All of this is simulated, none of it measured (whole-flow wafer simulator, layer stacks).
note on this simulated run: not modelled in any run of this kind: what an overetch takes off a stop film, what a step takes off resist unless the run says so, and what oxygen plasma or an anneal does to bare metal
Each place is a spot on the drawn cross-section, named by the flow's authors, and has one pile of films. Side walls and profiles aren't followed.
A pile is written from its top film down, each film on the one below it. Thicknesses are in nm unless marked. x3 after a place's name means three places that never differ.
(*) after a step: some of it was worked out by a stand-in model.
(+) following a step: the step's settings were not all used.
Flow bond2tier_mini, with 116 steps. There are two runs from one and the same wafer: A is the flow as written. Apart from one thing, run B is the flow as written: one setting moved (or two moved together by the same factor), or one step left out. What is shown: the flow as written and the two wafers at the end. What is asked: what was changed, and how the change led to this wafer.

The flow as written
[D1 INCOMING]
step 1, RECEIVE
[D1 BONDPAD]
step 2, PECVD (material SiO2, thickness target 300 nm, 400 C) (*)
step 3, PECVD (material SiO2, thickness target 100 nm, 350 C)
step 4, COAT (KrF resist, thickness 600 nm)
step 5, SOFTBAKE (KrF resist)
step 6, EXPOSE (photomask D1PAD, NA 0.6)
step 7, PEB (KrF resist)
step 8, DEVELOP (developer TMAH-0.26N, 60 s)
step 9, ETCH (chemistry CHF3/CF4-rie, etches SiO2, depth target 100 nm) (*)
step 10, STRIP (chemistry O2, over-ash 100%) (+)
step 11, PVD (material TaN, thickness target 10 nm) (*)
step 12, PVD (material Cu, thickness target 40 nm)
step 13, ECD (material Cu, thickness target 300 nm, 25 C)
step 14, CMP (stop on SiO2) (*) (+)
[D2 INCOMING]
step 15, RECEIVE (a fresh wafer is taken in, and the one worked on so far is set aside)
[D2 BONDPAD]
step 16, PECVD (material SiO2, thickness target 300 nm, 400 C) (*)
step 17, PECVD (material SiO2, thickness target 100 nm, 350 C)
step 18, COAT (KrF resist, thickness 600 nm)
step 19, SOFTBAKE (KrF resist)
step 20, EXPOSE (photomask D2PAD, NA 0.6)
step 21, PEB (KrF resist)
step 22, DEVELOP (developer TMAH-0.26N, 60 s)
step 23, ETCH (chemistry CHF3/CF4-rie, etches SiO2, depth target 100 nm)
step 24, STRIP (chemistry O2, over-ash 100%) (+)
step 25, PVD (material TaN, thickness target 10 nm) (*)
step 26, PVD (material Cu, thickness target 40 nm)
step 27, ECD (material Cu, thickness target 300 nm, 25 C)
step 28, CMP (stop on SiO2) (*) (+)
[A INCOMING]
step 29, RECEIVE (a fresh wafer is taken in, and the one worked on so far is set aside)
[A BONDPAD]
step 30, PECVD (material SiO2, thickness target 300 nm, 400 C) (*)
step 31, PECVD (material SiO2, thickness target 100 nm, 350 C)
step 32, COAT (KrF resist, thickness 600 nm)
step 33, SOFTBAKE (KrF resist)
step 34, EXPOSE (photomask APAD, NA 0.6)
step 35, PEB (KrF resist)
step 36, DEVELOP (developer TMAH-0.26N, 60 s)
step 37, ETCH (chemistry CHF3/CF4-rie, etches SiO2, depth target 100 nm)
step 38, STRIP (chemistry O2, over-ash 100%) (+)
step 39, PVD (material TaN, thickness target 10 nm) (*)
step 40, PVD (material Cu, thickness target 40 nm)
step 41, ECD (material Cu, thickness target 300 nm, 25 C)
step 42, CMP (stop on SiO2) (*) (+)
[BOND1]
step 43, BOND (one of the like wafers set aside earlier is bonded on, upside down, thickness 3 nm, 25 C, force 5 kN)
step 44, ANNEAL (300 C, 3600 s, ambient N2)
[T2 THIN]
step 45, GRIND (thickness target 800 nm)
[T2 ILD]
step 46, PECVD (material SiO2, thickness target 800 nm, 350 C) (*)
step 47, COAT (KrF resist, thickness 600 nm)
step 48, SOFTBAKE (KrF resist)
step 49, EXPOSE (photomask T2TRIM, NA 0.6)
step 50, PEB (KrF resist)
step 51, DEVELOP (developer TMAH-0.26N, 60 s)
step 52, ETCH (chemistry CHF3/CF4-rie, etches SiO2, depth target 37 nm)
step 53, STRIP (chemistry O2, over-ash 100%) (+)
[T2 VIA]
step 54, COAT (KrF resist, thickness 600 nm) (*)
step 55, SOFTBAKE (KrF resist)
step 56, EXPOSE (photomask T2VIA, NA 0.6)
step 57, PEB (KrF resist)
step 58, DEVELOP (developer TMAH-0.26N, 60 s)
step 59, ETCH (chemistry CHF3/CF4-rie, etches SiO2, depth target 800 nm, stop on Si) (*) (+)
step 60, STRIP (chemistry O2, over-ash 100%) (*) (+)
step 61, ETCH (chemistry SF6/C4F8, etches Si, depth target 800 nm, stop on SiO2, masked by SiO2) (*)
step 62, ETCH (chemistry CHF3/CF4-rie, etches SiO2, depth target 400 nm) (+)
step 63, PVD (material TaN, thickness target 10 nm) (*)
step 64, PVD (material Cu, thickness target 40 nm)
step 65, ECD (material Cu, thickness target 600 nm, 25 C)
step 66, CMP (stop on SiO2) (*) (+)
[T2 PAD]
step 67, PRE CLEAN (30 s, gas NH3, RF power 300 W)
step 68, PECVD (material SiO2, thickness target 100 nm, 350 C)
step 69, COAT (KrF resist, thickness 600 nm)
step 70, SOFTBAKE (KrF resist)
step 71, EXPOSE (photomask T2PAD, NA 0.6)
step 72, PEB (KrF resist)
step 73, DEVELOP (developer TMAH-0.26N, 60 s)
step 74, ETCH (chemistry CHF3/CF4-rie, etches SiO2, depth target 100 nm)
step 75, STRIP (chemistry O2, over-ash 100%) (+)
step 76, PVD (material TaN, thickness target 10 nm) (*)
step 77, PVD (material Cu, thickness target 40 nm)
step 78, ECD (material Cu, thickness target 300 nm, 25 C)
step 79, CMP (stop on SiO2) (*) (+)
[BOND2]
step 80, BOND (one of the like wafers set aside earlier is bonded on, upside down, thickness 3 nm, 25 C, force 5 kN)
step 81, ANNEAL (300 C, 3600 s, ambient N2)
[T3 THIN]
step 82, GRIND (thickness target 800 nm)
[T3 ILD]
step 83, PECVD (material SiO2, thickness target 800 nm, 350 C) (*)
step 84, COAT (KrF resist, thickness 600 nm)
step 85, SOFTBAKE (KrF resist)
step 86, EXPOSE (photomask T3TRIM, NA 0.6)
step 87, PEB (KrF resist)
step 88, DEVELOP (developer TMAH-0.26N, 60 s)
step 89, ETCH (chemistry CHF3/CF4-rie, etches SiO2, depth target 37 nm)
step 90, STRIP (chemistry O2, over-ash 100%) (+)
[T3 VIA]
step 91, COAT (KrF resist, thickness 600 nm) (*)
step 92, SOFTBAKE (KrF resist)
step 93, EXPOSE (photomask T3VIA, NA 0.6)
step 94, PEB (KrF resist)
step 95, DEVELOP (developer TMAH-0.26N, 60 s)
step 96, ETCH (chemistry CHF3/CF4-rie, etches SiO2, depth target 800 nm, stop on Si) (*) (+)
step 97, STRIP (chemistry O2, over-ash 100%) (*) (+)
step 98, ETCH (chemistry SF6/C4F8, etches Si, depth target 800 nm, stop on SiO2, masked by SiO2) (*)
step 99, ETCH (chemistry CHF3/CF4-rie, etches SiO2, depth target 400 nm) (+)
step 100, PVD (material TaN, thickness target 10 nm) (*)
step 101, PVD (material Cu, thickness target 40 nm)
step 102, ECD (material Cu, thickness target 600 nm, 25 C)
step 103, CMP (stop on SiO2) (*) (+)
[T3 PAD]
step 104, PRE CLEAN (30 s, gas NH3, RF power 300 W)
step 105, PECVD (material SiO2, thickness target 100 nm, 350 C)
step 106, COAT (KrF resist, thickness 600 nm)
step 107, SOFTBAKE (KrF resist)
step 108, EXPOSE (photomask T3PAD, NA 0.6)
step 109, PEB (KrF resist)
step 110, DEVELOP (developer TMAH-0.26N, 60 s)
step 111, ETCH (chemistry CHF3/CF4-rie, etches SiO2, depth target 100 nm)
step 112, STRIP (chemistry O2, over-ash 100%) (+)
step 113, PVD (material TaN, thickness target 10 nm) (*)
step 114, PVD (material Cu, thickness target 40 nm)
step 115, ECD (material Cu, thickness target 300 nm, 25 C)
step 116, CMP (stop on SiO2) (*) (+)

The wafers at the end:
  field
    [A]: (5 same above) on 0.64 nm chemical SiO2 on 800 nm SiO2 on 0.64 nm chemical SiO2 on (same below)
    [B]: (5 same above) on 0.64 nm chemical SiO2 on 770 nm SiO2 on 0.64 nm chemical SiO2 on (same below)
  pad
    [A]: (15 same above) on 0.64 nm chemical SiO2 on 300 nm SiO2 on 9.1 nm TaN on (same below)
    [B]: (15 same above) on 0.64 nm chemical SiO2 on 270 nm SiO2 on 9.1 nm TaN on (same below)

What caused this: step 3, PECVD: thickness target 70 nm was run, while the flow as written has thickness target 100 nm.

The path from the change to this, step by step:
  step 3, PECVD (material SiO2, thickness target 100 nm, 350 C)
      field, pad, via: A +100 SiO2 | B +70 SiO2
  step 43, BOND (one of the like wafers set aside earlier is bonded on, upside down, thickness 3 nm, 25 C, force 5 kN)
      field: A +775 um Si (new film), +0.64 chemical SiO2 (new film), +400 SiO2 | B +775 um Si (new film), +0.64 chemical SiO2 (new film), +370 SiO2
      pad: A +775 um Si (new film), +0.64 chemical SiO2 (new film), +300 SiO2 (new film), +9.1 TaN (new film), +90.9 Cu | B +775 um Si (new film), +0.64 chemical SiO2 (new film), +270 SiO2 (new film), +9.1 TaN (new film), +90.9 Cu
      (and at 1 other place as well)
